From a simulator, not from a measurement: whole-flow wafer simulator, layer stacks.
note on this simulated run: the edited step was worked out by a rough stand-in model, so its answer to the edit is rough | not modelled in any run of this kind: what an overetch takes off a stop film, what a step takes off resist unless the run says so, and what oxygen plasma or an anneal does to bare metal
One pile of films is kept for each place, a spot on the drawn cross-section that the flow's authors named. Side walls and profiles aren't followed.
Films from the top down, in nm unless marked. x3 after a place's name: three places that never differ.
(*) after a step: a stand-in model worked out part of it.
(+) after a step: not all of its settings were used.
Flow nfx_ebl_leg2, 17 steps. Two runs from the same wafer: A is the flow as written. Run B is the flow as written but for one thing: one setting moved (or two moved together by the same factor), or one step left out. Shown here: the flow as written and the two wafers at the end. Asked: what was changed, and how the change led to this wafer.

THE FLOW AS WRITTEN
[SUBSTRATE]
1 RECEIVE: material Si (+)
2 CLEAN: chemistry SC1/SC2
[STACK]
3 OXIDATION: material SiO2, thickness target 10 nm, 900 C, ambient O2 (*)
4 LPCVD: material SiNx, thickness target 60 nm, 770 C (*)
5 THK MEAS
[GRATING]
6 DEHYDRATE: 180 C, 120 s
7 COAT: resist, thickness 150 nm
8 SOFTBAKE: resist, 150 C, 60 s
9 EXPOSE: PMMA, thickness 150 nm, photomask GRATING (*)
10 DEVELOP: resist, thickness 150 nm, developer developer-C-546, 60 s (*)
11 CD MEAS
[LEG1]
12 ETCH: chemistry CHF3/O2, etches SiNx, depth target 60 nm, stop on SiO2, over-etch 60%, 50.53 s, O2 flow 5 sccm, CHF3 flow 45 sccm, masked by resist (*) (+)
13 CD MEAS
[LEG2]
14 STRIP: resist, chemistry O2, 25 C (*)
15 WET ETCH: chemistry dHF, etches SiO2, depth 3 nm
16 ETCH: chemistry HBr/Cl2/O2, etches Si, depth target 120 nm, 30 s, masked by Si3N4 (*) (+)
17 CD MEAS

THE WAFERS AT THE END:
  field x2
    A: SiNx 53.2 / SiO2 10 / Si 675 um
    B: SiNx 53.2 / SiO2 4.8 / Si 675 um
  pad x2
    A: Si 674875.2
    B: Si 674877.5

The cause: step 3, OXIDATION: thickness target 4.8 nm was run, where the flow has thickness target 10 nm.
It can be read off the wafer: field x2 has SiO2 4.8, and step 3 as written asks for 10 nm.

How the change led to this, step by step:
  3 OXIDATION: material SiO2, thickness target 10 nm, 900 C, ambient O2 (*)
      field x2, pad x2: A SiO2 +10 (new film), chemical SiO2 -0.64 (all of it), Si -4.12 | B SiO2 +4.8 (new film), chemical SiO2 -0.64 (all of it), Si -1.83
  12 ETCH: chemistry CHF3/O2, etches SiNx, depth target 60 nm, stop on SiO2, over-etch 60%, 50.53 s, O2 flow 5 sccm, CHF3 flow 45 sccm, masked by resist (*) (+)
      pad x2: A SiNx -60 (all of it), SiO2 -10 (all of it) | B SiNx -60 (all of it), SiO2 -4.8 (all of it)
